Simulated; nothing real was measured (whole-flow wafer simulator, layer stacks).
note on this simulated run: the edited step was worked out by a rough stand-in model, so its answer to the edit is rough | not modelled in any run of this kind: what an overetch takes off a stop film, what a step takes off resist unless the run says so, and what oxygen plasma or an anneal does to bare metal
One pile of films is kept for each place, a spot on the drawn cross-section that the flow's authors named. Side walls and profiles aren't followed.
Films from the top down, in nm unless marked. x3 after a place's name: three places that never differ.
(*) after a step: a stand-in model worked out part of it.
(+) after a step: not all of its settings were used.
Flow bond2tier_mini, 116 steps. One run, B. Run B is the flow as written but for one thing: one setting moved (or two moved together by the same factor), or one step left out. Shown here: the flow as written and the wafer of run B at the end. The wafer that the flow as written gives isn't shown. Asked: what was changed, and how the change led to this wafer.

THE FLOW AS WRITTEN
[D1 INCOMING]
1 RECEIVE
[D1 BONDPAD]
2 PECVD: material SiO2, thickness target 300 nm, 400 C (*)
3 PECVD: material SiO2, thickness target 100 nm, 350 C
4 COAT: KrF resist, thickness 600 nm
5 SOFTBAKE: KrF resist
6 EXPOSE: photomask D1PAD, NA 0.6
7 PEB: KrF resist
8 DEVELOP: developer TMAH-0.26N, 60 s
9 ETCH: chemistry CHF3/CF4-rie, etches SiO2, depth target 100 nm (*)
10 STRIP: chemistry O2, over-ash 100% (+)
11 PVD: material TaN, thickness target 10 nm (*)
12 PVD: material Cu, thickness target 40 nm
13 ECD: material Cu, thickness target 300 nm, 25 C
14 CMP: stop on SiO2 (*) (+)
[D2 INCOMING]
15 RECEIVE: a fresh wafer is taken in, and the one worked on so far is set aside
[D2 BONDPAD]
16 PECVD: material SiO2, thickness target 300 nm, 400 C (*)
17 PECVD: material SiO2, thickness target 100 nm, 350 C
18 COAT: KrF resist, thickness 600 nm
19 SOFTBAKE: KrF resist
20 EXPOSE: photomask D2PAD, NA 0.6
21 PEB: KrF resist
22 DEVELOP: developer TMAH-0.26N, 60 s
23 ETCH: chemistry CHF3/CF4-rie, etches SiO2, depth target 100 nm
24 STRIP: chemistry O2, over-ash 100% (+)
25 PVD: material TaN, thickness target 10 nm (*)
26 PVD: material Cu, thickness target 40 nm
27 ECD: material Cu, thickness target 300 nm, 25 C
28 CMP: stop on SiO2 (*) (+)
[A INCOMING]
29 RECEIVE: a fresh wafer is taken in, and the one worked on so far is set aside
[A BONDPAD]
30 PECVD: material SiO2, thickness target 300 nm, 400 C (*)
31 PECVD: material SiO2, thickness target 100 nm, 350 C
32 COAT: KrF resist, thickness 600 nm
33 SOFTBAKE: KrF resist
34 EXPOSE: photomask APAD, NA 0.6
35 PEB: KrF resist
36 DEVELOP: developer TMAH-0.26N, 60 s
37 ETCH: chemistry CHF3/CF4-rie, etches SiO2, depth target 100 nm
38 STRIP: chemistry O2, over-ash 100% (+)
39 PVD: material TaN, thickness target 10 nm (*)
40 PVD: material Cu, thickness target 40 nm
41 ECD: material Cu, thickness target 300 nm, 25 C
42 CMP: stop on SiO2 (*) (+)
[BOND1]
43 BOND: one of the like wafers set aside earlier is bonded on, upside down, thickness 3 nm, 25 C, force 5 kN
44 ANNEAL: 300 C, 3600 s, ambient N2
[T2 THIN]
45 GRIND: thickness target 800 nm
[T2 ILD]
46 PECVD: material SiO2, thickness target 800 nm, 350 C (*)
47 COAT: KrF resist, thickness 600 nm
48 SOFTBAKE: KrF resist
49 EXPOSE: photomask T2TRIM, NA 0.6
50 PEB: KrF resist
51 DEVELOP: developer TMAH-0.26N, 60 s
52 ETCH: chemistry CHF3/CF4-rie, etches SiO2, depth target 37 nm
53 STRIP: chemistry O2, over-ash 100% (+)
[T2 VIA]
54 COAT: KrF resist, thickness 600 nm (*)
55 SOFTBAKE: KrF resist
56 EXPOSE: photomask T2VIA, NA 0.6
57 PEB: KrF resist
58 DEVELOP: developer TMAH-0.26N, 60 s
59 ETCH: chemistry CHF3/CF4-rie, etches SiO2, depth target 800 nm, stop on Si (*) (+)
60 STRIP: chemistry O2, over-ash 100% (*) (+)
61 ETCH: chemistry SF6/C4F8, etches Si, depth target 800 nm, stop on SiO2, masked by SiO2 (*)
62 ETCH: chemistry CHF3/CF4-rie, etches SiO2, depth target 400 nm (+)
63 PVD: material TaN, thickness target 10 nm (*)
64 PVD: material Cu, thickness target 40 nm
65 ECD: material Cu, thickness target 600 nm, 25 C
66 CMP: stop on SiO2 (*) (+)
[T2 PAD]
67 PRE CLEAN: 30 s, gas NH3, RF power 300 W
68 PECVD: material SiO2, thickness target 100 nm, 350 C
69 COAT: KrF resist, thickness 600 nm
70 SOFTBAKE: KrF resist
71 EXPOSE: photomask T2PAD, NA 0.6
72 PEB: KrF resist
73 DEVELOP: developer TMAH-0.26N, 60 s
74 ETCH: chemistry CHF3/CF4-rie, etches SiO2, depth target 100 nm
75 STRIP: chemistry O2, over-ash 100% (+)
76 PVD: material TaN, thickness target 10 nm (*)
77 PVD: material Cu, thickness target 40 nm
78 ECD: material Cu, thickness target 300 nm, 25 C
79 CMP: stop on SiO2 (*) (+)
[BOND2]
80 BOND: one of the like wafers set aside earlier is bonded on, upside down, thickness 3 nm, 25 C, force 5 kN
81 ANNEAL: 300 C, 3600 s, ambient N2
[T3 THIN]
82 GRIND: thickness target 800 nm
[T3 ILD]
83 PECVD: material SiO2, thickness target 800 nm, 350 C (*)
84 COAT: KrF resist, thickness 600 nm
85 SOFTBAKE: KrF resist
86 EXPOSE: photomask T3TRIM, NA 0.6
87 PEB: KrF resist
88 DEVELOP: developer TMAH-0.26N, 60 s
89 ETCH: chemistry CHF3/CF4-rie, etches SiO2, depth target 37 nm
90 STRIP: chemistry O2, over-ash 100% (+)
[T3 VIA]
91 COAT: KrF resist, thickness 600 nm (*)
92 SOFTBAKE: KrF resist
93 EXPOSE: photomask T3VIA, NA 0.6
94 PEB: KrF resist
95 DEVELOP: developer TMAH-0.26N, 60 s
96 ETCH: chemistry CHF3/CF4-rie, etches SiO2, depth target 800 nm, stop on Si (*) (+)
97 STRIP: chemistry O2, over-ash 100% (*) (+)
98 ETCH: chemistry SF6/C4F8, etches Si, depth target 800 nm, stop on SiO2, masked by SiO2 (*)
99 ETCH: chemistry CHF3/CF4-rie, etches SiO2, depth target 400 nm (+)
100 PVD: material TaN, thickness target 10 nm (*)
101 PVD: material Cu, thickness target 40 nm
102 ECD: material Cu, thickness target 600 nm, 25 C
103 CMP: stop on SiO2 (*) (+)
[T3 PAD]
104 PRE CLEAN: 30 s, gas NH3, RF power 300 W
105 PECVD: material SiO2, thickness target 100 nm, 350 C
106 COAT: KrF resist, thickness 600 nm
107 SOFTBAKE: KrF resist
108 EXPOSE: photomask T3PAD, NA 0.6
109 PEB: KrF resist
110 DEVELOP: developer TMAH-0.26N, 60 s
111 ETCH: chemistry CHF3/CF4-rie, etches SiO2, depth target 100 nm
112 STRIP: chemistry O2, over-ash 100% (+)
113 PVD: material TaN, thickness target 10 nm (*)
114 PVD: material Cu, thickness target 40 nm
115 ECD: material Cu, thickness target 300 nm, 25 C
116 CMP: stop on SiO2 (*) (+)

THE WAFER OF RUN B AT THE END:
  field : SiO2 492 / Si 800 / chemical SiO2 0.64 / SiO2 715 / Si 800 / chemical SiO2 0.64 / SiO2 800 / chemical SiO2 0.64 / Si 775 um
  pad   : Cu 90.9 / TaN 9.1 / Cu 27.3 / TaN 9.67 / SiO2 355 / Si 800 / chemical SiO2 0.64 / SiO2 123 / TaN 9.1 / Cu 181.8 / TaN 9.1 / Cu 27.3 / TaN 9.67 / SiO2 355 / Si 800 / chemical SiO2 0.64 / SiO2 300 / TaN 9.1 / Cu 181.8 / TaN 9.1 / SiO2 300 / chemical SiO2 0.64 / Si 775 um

The cause: step 16, PECVD: thickness target 123 nm was run, where the flow has thickness target 300 nm.
It can be read off the wafer: pad has SiO2 123, and step 16 as written asks for 300 nm.

How the change led to this, step by step:
  16 PECVD: material SiO2, thickness target 300 nm, 400 C (*)
      field, pad, via: SiO2 +123 (new film) (as written it would be: SiO2 +300 (new film))
  80 BOND: one of the like wafers set aside earlier is bonded on, upside down, thickness 3 nm, 25 C, force 5 kN
      field: Si +775 um (new film), chemical SiO2 +0.64 (new film), SiO2 +223 (as written it would be: Si +775 um (new film), chemical SiO2 +0.64 (new film), SiO2 +400)
      pad: Si +775 um (new film), chemical SiO2 +0.64 (new film), SiO2 +123 (new film), TaN +9.1 (new film), Cu +90.9 (as written it would be: Si +775 um (new film), chemical SiO2 +0.64 (new film), SiO2 +300 (new film), TaN +9.1 (new film), Cu +90.9)
